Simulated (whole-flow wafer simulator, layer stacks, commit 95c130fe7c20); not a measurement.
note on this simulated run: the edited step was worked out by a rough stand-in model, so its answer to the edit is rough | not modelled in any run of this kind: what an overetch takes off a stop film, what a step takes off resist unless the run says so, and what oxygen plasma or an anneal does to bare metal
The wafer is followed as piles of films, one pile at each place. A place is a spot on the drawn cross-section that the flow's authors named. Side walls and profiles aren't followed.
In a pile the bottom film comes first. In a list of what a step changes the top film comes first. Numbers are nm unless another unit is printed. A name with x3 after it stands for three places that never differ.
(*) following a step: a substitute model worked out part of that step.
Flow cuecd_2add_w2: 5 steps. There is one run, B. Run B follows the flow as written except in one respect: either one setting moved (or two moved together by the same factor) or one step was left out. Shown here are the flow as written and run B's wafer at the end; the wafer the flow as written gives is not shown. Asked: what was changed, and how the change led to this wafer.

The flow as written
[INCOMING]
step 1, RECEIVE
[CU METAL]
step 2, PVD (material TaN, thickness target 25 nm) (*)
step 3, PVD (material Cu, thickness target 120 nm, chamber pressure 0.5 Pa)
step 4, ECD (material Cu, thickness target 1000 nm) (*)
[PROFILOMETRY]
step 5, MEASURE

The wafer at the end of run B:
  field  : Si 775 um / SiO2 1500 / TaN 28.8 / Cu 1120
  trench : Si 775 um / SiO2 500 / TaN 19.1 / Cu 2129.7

Cause: step 2, PVD: thickness target 28.8 nm was run, whereas the flow has thickness target 25 nm.
The wafer lets one read it off: field has TaN 28.8, and step 2 as written asks for 25 nm.

How this came from the change, step by step:
  step 2, PVD (material TaN, thickness target 25 nm) (*)
      field: +28.8 TaN (new film) (in the flow as written it would be: +25 TaN (new film))
      trench: +19.1 TaN (new film) (in the flow as written it would be: +16.6 TaN (new film))
